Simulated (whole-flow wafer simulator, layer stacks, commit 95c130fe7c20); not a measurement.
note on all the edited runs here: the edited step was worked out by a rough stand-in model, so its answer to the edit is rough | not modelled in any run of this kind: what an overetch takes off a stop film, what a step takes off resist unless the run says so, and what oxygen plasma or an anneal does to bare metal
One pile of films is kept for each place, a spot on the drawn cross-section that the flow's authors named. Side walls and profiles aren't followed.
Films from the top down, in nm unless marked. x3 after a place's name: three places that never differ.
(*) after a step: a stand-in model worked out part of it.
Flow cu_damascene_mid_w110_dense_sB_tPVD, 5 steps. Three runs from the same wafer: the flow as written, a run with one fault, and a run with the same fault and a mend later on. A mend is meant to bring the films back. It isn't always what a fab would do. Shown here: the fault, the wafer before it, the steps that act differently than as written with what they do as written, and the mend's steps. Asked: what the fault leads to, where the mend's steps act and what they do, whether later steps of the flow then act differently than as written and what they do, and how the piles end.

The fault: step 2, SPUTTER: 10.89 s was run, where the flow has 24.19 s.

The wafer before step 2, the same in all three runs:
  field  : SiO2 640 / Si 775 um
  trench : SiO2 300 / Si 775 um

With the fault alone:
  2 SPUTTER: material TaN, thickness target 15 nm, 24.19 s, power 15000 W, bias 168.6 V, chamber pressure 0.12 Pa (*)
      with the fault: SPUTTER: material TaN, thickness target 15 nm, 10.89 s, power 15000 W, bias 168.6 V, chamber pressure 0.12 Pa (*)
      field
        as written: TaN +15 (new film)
        with the fault: TaN +6.75 (new film)
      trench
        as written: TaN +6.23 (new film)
        with the fault: TaN +2.8 (new film)
  No later step of the flow acts differently than as written, at any place that is followed, by more than 2% or 0.5 nm, whichever is larger.
  At the end the piles differ from the flow's by more than 2% or 0.5 nm, whichever is larger, at field, trench.
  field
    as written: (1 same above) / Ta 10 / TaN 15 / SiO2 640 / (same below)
    with the fault: (1 same above) / Ta 10 / TaN 6.75 / SiO2 640 / (same below)
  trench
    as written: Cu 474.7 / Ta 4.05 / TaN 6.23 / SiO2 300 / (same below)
    with the fault: Cu 469.8 / Ta 4.15 / TaN 2.8 / SiO2 300 / (same below)

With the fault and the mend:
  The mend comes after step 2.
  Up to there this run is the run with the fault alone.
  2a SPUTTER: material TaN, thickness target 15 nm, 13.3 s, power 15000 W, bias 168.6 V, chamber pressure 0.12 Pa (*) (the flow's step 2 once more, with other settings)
      field
        TaN +8.25
      trench
        TaN +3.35
  No later step of the flow acts differently than as written, at any place that is followed, by more than 2% or 0.5 nm, whichever is larger.
  At the end the piles differ from the flow's only slightly at the places that both follow, by at most 2% or 0.5 nm, whichever is larger.
